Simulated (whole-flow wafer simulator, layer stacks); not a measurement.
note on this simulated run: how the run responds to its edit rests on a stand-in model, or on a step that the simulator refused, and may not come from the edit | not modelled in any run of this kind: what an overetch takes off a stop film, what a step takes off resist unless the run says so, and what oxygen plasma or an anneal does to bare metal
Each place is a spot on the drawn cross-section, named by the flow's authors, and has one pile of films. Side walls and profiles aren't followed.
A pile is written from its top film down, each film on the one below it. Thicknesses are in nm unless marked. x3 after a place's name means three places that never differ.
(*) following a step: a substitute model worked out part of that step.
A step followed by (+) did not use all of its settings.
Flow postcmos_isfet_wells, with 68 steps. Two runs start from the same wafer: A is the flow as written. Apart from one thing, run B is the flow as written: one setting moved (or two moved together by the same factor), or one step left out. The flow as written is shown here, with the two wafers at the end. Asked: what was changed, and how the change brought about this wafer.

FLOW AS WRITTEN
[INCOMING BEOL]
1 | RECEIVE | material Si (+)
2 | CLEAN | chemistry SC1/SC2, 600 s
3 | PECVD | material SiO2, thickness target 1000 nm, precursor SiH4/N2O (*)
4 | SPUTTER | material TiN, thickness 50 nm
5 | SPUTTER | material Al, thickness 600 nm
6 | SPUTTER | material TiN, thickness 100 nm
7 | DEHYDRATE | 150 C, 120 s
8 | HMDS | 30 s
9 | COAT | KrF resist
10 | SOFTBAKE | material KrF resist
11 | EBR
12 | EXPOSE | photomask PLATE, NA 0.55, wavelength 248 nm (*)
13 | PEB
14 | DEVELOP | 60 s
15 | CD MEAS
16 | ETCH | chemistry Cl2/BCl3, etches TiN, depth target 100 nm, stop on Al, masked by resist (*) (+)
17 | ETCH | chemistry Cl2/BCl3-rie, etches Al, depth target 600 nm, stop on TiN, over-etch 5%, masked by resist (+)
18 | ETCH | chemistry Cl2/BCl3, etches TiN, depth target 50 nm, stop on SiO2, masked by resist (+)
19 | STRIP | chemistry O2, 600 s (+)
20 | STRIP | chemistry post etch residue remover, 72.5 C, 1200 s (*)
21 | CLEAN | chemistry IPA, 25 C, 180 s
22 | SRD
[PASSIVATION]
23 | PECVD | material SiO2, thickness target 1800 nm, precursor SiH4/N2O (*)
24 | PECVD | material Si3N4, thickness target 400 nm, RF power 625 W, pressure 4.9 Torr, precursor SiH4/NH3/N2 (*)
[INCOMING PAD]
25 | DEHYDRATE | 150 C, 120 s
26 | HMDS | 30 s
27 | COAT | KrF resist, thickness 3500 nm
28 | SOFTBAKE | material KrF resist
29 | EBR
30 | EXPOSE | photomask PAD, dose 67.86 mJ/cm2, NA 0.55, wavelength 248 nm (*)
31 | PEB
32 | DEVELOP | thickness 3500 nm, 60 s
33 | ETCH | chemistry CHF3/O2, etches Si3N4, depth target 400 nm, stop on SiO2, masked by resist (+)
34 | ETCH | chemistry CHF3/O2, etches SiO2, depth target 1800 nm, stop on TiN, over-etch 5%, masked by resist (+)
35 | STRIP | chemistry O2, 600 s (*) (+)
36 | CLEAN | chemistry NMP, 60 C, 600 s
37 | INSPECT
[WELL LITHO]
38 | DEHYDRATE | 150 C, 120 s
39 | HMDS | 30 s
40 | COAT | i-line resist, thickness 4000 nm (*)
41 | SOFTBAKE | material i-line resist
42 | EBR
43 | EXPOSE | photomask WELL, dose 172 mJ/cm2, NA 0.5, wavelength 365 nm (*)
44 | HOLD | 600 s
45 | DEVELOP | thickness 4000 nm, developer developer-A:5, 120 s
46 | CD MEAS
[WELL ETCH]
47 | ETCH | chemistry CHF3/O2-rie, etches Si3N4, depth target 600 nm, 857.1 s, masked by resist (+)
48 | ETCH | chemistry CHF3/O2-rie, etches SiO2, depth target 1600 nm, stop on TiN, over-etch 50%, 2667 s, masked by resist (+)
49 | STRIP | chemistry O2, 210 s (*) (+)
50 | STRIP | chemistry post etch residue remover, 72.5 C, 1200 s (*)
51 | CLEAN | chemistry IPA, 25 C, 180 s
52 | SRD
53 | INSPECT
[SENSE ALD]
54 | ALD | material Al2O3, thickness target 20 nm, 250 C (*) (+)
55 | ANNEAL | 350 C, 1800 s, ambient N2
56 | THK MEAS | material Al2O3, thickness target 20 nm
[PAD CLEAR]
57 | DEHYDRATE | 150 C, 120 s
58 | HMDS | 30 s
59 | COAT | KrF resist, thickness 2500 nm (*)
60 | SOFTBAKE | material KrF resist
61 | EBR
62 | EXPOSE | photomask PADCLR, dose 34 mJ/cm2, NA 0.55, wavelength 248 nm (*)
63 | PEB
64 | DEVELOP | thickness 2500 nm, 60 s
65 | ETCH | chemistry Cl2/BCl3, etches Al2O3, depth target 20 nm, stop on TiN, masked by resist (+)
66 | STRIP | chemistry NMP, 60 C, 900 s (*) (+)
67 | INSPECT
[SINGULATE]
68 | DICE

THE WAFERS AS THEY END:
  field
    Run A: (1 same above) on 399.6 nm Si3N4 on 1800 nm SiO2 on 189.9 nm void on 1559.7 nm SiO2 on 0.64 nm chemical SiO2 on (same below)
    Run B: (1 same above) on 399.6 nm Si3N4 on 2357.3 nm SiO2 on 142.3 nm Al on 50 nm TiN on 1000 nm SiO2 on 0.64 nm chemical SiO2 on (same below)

What caused this: step 17, ETCH: depth target 402 nm was run, whereas the flow has depth target 600 nm.

The path from the change to this, step by step:
  17 | ETCH | chemistry Cl2/BCl3-rie, etches Al, depth target 600 nm, stop on TiN, over-etch 5%, masked by resist (+)
      field: A Al loses 600 (all of it) | B Al loses 402
      margin, well900, well1300 x3, pad_rim, pad_clr, pad_open: A KrF resist loses 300 | B KrF resist loses 201
  18 | ETCH | chemistry Cl2/BCl3, etches TiN, depth target 50 nm, stop on SiO2, masked by resist (+)
      field: A TiN loses 50 (all of it) | B Al loses 50
  19 | STRIP | chemistry O2, 600 s (+)
      margin, well900, well1300 x3, pad_rim, pad_clr, pad_open: A KrF resist loses 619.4 (all of it) | B KrF resist loses 718.4 (all of it)
  20 | STRIP | chemistry post etch residue remover, 72.5 C, 1200 s (*)
      field: A nothing | B Al loses 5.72
  23 | PECVD | material SiO2, thickness target 1800 nm, precursor SiH4/N2O (*)
      field: A SiO2 gains 1800 (new film), void gains 189.9 (new film), SiO2 gains 559.7 | B SiO2 gains 2357.3 (new film)
Taking metal films that touch as one body, field has 1 body; the flow as written gives 0 bodies.
